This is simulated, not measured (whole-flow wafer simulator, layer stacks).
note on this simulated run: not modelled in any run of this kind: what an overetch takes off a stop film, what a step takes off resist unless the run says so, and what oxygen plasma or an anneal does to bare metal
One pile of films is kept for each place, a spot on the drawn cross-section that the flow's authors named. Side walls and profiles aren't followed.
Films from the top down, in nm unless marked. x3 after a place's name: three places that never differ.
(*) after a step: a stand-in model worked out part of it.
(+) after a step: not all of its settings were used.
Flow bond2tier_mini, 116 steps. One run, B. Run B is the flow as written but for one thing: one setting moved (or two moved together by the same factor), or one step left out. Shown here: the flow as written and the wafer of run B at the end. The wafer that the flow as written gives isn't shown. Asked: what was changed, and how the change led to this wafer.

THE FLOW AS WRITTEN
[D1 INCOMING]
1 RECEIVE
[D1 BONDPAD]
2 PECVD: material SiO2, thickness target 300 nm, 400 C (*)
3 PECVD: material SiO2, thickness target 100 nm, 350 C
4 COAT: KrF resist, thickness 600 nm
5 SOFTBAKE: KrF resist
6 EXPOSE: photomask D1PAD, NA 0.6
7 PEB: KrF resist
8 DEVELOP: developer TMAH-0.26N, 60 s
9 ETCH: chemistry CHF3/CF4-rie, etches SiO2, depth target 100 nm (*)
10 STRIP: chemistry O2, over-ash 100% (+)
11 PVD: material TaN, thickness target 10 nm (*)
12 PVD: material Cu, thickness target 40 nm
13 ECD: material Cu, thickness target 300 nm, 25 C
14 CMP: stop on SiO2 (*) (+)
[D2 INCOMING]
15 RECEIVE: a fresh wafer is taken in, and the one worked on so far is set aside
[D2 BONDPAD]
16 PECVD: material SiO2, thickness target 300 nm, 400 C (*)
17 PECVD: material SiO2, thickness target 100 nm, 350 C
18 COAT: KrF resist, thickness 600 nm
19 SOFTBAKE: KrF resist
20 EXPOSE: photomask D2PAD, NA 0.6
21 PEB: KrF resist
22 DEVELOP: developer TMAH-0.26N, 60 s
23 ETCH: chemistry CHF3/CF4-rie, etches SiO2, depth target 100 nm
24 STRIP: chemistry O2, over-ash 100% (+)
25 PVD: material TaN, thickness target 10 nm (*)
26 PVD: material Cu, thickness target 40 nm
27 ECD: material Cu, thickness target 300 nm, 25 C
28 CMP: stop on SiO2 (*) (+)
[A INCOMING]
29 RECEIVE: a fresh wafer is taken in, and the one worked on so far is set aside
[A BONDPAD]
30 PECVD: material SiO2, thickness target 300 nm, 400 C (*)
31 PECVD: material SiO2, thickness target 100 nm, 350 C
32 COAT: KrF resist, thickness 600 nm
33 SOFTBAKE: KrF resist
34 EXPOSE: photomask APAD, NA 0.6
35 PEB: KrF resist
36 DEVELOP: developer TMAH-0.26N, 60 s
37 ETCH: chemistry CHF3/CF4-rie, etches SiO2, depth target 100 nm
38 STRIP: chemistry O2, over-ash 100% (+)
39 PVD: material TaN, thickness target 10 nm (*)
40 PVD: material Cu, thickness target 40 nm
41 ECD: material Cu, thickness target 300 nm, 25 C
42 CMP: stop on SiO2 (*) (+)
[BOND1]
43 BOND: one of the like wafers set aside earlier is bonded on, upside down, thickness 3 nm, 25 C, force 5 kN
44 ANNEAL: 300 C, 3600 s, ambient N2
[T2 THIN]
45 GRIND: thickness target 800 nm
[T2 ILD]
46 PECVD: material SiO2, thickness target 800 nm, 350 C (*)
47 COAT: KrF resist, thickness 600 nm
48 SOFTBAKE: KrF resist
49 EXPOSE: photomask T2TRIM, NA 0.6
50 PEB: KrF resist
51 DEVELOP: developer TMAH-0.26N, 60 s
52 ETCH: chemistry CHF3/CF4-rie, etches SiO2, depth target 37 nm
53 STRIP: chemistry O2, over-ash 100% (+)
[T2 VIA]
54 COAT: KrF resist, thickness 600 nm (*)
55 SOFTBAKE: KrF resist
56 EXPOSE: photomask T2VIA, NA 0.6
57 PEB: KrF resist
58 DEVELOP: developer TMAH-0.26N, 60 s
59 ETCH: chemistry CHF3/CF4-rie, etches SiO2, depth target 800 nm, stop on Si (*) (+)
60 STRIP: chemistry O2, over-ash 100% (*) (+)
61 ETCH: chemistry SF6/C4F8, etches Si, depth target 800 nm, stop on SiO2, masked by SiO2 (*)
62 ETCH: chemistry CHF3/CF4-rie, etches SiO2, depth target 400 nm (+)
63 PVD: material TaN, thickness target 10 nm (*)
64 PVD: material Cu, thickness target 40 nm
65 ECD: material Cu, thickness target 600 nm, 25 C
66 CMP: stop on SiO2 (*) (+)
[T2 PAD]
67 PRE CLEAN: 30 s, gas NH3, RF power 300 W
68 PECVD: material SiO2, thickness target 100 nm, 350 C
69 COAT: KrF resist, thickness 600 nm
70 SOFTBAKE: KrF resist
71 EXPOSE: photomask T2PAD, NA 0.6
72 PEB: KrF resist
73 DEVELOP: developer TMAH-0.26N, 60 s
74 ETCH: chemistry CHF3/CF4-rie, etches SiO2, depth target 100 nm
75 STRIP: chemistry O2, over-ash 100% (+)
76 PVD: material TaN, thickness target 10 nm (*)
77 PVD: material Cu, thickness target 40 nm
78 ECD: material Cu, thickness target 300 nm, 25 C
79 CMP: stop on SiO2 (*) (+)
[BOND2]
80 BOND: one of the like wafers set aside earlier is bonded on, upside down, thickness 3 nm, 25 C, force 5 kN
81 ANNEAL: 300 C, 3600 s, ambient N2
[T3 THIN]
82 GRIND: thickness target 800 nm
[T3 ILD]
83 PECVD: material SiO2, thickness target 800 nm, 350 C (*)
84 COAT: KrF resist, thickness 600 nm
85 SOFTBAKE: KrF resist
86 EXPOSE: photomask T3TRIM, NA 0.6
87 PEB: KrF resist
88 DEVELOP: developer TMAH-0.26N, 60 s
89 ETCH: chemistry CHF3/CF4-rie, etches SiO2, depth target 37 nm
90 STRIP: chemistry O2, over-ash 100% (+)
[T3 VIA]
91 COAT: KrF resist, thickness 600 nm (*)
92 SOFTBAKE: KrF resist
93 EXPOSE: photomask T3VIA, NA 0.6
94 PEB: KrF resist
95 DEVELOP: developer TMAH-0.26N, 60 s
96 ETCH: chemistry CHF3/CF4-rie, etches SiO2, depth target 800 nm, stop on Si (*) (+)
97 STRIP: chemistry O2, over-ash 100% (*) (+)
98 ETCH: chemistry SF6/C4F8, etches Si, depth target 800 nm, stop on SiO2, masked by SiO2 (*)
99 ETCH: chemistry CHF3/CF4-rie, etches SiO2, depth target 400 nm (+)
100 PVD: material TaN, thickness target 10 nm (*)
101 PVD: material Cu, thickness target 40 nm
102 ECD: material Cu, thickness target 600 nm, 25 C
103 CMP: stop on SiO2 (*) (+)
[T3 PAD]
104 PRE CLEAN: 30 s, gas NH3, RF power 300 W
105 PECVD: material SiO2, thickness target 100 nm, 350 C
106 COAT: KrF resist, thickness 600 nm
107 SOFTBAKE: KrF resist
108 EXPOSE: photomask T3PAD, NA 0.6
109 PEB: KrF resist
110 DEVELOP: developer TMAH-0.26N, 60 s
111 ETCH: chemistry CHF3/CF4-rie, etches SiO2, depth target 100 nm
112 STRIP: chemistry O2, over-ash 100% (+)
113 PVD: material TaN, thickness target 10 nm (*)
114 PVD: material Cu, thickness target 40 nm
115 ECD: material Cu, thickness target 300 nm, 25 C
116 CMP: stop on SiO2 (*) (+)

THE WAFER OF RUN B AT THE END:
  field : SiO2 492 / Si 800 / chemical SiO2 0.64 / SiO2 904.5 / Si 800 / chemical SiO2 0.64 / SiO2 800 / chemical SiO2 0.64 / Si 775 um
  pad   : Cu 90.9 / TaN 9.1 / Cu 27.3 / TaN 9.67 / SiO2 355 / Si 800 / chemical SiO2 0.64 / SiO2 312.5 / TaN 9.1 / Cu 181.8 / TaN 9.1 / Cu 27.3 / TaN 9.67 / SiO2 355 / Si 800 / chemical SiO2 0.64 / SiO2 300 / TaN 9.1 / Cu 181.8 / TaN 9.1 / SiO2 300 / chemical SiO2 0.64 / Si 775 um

The cause: step 17, PECVD: thickness target 112.5 nm was run, where the flow has thickness target 100 nm.

How the change led to this, step by step:
  17 PECVD: material SiO2, thickness target 100 nm, 350 C
      field, pad, via: SiO2 +112.5 (as written it would be: SiO2 +100)
  80 BOND: one of the like wafers set aside earlier is bonded on, upside down, thickness 3 nm, 25 C, force 5 kN
      field: Si +775 um (new film), chemical SiO2 +0.64 (new film), SiO2 +412.5 (as written it would be: Si +775 um (new film), chemical SiO2 +0.64 (new film), SiO2 +400)
      pad: Si +775 um (new film), chemical SiO2 +0.64 (new film), SiO2 +312.5 (new film), TaN +9.1 (new film), Cu +90.9 (as written it would be: Si +775 um (new film), chemical SiO2 +0.64 (new film), SiO2 +300 (new film), TaN +9.1 (new film), Cu +90.9)
